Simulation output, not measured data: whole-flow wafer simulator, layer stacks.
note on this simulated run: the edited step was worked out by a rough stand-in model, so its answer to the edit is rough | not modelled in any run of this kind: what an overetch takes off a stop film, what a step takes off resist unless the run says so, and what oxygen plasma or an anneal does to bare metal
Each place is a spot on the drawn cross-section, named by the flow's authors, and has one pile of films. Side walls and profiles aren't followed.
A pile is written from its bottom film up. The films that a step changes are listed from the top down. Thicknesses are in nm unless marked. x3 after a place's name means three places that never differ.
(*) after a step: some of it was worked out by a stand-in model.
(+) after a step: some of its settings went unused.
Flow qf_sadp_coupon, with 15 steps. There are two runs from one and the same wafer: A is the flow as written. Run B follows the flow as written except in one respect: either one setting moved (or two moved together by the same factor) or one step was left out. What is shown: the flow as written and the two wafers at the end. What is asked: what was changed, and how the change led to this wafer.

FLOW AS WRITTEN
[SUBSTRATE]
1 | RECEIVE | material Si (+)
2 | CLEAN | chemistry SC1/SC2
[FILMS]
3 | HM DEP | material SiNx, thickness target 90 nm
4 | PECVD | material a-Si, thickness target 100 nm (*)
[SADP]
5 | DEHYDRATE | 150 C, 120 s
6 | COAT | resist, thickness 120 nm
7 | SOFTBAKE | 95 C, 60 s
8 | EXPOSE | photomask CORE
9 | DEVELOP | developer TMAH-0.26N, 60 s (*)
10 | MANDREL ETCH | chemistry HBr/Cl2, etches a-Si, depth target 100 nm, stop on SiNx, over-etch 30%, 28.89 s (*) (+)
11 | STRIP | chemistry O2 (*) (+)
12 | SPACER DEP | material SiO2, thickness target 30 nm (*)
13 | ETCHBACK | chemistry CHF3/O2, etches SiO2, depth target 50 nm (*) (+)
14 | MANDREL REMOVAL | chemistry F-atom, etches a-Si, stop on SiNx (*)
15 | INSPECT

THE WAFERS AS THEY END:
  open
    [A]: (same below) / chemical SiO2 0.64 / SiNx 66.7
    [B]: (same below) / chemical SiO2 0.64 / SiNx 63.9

What caused this: step 10, MANDREL ETCH: depth target 115 nm was run, while the flow as written has depth target 100 nm.

Step by step, how the change led to this:
  10 | MANDREL ETCH | chemistry HBr/Cl2, etches a-Si, depth target 100 nm, stop on SiNx, over-etch 30%, 28.89 s (*) (+)
      m: A -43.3 resist | B -49.8 resist
      open: A -100 a-Si (all of it), -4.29 SiNx | B -100 a-Si (all of it), -7.07 SiNx
  11 | STRIP | chemistry O2 (*) (+)
      m: A +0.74 chemical SiO2 (new film), -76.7 resist (all of it), -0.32 a-Si | B +0.74 chemical SiO2 (new film), -70.2 resist (all of it), -0.33 a-Si
